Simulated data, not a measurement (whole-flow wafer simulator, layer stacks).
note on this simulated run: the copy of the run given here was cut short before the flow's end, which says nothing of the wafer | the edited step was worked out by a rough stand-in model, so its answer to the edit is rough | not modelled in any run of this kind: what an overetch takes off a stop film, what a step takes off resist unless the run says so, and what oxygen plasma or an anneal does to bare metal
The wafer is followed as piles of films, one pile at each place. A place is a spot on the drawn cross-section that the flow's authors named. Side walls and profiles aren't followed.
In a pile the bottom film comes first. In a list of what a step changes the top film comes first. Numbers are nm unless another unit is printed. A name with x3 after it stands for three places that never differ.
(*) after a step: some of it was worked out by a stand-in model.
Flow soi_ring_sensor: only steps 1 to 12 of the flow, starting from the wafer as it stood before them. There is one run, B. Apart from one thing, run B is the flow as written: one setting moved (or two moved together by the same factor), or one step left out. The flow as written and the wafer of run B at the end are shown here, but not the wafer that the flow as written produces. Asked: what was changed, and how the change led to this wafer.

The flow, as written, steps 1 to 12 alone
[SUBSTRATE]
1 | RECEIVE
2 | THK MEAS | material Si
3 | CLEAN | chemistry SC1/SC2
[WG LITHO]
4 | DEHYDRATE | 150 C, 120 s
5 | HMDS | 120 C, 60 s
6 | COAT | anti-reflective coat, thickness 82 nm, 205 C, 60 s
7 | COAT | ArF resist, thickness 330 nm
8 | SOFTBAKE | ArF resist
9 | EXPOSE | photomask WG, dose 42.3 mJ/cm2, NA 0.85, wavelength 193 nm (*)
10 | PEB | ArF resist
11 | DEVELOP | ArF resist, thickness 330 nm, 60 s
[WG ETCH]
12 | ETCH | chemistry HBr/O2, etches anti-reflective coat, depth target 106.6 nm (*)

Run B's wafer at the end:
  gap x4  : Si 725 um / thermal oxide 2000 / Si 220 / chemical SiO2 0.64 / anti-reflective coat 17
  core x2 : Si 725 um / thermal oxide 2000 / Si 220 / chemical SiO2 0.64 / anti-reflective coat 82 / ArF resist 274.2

The reason: step 12, ETCH: depth target 65 nm was run, whereas the flow has depth target 106.6 nm.

The path from the change to this, step by step:
  12 | ETCH | chemistry HBr/O2, etches anti-reflective coat, depth target 106.6 nm (*)
      gap x4: anti-reflective coat loses 65 (it would be, as written: anti-reflective coat loses 82 (all of it), chemical SiO2 loses 0.64 (all of it))
      core x2: ArF resist loses 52 (it would be, as written: ArF resist loses 85.3)
